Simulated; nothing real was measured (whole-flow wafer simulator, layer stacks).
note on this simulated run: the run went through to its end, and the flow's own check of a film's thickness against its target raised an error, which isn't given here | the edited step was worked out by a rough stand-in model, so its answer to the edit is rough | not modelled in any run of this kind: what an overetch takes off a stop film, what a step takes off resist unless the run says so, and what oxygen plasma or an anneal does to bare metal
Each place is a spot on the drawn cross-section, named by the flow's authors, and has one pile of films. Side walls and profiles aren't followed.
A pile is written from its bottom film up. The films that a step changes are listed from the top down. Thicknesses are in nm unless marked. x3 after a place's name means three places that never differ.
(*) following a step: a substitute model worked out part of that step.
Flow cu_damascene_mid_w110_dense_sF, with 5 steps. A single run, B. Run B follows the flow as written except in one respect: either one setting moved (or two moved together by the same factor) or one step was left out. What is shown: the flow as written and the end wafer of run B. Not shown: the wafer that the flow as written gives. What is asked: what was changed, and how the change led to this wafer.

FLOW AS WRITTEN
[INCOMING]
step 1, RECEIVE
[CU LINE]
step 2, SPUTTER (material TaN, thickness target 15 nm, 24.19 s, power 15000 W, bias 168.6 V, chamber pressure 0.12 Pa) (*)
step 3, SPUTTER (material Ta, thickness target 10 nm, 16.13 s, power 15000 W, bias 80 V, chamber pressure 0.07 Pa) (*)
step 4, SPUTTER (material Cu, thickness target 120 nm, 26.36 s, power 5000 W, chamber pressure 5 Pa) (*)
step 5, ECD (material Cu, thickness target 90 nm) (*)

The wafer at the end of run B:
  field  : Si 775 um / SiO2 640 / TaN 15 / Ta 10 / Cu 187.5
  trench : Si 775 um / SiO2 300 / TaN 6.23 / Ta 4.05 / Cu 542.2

What caused this: step 5, ECD: thickness target 67.5 nm was run, though the flow has thickness target 90 nm.

How this came from the change, step by step:
  step 5, ECD (material Cu, thickness target 90 nm) (*)
      field: +67.5 Cu (it would be, as written: +90 Cu)
      trench: +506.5 Cu (it would be, as written: +529 Cu)
